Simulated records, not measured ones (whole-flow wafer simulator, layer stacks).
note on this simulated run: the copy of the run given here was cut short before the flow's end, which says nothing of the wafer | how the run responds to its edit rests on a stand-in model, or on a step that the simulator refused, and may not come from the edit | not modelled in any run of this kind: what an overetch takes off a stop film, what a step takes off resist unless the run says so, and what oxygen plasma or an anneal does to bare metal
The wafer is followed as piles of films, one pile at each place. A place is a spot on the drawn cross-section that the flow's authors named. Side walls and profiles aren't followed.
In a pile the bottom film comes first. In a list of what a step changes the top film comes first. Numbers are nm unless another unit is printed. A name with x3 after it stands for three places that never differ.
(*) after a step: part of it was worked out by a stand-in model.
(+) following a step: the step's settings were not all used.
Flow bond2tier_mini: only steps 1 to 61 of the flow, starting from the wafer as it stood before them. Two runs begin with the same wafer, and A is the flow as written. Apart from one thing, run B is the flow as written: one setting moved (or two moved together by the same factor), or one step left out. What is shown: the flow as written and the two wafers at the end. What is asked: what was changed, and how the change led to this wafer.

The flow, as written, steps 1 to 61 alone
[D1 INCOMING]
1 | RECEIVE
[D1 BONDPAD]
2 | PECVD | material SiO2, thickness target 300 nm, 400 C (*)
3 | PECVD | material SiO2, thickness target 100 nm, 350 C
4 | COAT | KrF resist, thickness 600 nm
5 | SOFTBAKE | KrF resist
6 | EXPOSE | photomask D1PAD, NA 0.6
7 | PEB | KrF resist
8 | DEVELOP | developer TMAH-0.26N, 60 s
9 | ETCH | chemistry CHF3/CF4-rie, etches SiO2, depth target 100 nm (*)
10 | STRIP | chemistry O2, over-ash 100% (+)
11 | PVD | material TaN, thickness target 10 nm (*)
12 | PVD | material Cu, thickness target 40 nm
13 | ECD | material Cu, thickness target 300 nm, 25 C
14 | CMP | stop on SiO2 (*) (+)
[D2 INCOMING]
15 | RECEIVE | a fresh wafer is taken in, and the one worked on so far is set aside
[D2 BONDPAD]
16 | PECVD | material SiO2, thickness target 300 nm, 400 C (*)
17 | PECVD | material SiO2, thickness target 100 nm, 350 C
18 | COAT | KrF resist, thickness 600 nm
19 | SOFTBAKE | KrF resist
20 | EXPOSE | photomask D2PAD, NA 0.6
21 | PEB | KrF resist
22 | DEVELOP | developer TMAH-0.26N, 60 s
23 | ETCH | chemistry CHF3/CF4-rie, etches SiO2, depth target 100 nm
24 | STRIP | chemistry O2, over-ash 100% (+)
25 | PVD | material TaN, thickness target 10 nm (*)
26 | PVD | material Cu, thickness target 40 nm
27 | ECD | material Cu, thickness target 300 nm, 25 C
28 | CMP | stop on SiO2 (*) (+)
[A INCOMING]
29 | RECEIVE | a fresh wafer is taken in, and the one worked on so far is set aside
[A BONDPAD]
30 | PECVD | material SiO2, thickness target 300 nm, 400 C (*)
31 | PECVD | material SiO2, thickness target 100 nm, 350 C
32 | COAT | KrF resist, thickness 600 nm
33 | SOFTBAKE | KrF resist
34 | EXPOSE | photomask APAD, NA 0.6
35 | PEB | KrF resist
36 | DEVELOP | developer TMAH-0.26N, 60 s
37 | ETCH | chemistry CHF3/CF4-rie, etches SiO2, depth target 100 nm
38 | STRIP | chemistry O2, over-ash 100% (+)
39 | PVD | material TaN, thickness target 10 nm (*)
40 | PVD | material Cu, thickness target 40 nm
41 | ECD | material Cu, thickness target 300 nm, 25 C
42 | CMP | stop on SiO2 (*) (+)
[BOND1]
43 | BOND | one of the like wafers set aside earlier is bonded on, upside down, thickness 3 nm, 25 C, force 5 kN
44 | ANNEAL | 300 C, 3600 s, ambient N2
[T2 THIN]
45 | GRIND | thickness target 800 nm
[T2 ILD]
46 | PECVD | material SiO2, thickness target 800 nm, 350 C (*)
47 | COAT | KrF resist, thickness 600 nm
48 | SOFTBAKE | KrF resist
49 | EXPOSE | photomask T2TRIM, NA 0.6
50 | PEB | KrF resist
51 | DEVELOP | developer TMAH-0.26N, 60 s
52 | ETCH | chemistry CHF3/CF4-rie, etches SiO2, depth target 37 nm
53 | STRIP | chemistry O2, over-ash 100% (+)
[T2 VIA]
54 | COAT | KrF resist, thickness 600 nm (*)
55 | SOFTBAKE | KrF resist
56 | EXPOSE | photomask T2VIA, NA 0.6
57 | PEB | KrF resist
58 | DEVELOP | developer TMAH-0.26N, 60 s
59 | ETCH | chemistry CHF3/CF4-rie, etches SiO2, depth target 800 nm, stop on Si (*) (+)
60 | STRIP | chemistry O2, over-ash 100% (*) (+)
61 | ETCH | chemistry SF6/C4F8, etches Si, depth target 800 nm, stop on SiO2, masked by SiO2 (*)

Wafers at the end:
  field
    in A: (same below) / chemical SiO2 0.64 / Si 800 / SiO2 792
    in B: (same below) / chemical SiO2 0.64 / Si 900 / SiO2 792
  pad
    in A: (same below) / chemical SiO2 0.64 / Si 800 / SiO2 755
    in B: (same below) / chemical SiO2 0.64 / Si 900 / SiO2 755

Cause: step 45, GRIND: thickness target 900 nm was run, whereas the flow has thickness target 800 nm.
One can read it off the wafer: field has Si 900, and step 45 as written asks for 800 nm.

The path from the change to this, step by step:
  45 | GRIND | thickness target 800 nm
      field, pad, via: A Si loses 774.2 um | B Si loses 774.1 um
